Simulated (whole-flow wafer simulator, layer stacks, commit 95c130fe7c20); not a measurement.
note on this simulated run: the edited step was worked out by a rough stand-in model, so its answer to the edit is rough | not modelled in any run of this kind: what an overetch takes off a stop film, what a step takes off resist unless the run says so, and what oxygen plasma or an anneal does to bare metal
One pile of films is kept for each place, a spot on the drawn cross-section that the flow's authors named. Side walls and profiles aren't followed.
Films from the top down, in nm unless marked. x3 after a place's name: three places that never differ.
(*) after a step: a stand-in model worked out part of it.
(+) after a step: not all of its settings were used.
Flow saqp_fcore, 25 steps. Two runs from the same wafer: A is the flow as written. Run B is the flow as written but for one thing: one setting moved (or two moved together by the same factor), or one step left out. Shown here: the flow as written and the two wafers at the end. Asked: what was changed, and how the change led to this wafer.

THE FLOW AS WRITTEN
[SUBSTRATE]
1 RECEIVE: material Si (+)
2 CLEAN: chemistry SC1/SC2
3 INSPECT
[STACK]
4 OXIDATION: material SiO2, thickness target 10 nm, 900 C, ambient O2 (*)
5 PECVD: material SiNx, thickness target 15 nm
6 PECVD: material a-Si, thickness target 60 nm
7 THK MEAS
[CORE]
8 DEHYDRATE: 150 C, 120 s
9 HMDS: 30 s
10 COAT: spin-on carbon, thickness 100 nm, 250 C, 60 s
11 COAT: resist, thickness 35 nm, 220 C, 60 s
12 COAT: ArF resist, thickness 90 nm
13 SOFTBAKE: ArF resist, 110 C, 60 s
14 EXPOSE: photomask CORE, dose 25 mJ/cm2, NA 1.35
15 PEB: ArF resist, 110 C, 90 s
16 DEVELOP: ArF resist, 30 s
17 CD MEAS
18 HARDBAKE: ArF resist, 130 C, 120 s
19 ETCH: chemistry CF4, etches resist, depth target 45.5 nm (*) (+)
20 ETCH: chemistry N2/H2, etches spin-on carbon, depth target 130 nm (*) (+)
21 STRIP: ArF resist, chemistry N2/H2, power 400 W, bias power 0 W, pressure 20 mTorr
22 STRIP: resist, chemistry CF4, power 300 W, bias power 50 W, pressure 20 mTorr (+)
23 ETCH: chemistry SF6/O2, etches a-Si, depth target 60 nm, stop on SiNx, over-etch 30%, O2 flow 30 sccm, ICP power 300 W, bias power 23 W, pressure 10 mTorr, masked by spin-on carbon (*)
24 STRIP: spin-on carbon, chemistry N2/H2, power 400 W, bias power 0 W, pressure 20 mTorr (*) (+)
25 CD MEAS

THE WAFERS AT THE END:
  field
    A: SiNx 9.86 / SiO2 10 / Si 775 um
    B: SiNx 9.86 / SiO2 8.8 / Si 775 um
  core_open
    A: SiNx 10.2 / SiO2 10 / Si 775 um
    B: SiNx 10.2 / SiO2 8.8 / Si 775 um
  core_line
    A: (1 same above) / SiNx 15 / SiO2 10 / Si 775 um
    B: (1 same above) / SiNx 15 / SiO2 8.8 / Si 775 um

The cause: step 4, OXIDATION: thickness target 8.8 nm was run, where the flow has thickness target 10 nm.
It can be read off the wafer: field has SiO2 8.8, and step 4 as written asks for 10 nm.

How the change led to this, step by step:
  4 OXIDATION: material SiO2, thickness target 10 nm, 900 C, ambient O2 (*)
      field, core_open, core_line: A SiO2 +10 (new film), chemical SiO2 -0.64 (all of it), Si -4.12 | B SiO2 +8.8 (new film), chemical SiO2 -0.64 (all of it), Si -3.59
